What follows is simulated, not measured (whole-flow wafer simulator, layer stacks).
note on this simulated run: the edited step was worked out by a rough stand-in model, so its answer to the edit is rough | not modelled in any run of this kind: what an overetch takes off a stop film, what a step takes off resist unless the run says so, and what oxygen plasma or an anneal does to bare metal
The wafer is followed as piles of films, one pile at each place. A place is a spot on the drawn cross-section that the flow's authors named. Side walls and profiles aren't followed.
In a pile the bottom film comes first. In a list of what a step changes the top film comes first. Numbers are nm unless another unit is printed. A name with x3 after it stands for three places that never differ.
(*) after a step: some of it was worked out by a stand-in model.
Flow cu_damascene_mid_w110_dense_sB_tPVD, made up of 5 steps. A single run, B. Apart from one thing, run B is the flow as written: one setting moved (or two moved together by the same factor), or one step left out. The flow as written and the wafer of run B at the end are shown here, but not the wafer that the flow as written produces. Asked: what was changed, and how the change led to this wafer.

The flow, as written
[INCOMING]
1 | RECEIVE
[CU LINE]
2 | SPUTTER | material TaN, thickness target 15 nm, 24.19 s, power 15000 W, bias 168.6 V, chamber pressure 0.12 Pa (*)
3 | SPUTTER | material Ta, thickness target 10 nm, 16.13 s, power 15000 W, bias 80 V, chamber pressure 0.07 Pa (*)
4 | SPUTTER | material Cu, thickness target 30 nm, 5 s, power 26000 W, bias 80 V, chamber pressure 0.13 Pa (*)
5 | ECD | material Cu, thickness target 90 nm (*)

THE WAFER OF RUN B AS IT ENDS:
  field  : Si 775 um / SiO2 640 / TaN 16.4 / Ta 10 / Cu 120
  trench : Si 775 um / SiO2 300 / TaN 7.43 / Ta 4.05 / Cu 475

What caused this: step 2, SPUTTER: bias 109.2 V was run, whereas the flow has bias 168.6 V.

Step by step, how the change led to this:
  2 | SPUTTER | material TaN, thickness target 15 nm, 24.19 s, power 15000 W, bias 168.6 V, chamber pressure 0.12 Pa (*)
      field: +16.4 TaN (new film) (it would be, as written: +15 TaN (new film))
      trench: +7.43 TaN (new film) (it would be, as written: +6.23 TaN (new film))
